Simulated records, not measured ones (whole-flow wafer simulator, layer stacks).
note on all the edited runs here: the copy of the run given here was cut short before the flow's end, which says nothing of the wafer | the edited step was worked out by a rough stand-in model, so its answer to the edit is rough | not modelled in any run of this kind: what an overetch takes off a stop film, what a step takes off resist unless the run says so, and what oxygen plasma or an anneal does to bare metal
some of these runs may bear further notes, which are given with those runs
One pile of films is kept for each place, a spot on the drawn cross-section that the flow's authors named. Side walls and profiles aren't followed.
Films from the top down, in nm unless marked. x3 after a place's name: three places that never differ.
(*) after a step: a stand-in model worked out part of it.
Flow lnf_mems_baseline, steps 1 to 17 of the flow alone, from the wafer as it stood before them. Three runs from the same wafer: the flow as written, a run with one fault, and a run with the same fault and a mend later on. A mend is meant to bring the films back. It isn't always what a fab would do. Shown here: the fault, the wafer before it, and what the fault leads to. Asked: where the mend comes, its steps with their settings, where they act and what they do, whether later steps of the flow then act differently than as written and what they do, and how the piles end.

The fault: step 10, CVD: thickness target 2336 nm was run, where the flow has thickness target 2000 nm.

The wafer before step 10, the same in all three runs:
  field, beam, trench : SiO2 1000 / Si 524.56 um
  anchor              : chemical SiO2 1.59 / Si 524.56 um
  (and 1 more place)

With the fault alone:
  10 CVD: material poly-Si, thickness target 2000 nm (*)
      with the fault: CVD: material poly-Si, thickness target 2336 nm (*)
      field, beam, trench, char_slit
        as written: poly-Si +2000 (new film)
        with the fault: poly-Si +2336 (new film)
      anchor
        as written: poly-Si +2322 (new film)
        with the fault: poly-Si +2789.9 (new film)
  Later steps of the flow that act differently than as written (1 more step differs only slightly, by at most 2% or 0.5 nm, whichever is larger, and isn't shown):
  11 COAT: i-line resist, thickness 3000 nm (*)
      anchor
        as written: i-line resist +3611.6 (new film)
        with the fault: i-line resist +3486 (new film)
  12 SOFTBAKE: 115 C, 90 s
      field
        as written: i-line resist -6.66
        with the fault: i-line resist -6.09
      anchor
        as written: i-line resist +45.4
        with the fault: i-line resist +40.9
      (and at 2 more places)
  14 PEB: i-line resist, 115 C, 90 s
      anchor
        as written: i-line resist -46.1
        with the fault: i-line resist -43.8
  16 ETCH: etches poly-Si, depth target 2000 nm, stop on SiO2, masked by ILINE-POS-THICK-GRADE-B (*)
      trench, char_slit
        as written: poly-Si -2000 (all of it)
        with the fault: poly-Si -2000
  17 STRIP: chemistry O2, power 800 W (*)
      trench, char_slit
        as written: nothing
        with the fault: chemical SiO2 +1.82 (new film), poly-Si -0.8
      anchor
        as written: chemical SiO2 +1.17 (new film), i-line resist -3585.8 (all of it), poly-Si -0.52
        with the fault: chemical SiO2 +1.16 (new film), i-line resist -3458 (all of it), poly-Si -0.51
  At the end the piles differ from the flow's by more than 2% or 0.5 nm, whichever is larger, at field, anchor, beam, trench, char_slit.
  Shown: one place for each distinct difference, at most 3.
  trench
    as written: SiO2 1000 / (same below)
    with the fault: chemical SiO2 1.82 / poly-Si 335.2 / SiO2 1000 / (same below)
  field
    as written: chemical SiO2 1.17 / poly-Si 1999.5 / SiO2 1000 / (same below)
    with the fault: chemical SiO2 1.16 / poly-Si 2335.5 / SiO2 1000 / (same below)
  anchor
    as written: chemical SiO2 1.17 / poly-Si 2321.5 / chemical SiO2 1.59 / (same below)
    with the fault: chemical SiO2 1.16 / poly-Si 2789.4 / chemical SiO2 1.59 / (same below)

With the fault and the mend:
  The mend comes after step 10.
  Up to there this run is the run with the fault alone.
  10a ETCH: chemistry tmah, depth target 3141 nm
      field, beam, trench, char_slit
        poly-Si -2336 (all of it)
      anchor
        poly-Si -2789.9 (all of it)
  10b CLEAN: chemistry SC1/SC2 (the flow's step 1 once more)
      changes no film at any place that is followed
  10c CVD: material poly-Si, thickness target 2000 nm (*) (the flow's step 10 once more)
      field, beam, trench, char_slit
        poly-Si +2000 (new film)
      anchor
        poly-Si +2322 (new film)
  No later step of the flow acts differently than as written at any place that is followed.
  At the end the piles are the same as the flow's at every place that both follow.
